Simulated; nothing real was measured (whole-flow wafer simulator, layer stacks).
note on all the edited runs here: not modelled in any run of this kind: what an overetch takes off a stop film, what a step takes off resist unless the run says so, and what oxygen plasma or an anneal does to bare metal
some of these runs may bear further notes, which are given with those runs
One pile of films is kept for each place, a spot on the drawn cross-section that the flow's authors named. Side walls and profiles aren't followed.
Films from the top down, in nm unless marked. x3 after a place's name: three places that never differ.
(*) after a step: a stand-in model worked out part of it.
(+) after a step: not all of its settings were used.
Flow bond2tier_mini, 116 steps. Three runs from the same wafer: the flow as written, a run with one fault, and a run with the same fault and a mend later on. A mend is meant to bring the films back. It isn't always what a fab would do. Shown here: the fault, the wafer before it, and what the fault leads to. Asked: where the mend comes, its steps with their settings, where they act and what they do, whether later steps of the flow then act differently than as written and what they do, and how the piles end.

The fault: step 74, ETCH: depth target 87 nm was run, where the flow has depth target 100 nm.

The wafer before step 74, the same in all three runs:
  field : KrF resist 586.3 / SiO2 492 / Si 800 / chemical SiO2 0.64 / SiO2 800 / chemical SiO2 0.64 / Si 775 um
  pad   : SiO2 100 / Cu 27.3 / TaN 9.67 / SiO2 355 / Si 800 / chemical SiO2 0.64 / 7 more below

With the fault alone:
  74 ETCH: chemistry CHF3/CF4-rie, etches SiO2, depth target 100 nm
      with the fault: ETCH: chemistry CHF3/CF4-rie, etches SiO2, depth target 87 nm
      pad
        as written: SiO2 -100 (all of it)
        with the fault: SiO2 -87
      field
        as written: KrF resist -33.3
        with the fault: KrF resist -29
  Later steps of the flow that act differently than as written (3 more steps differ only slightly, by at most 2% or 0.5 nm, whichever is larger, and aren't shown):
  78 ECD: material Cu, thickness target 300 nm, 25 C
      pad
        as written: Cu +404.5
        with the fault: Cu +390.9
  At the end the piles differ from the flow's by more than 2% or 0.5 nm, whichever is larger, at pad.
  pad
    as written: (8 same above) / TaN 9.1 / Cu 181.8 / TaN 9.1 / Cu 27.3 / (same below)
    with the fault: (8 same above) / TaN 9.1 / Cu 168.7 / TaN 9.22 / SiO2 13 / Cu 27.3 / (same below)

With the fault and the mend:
  The mend comes after step 75.
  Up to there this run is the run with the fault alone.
  75a COAT: KrF resist, thickness 600 nm (*) (the flow's step 69 once more)
      field
        KrF resist +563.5 (new film)
      pad
        KrF resist +638.2 (new film)
  75b SOFTBAKE: KrF resist (the flow's step 70 once more)
      changes no film at any place that is followed
  75c EXPOSE: photomask T2PAD, NA 0.6 (the flow's step 71 once more)
      changes no film at any place that is followed
  75d PEB: KrF resist (the flow's step 72 once more)
      changes no film at any place that is followed
  75e DEVELOP: developer TMAH-0.26N, 60 s (the flow's step 73 once more)
      field
        KrF resist -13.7
      pad
        KrF resist -638.2 (all of it)
  75f ETCH: chemistry CHF3/CF4-rie, etches SiO2, depth target 13 nm (the flow's step 74 once more, with other settings)
      field
        KrF resist -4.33
      pad
        SiO2 -13 (all of it)
  75g STRIP: chemistry O2, over-ash 100% (+) (the flow's step 75 once more)
      field
        KrF resist -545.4 (all of it)
  No later step of the flow acts differently than as written at any place that is followed.
  At the end the piles are the same as the flow's at every place that both follow.
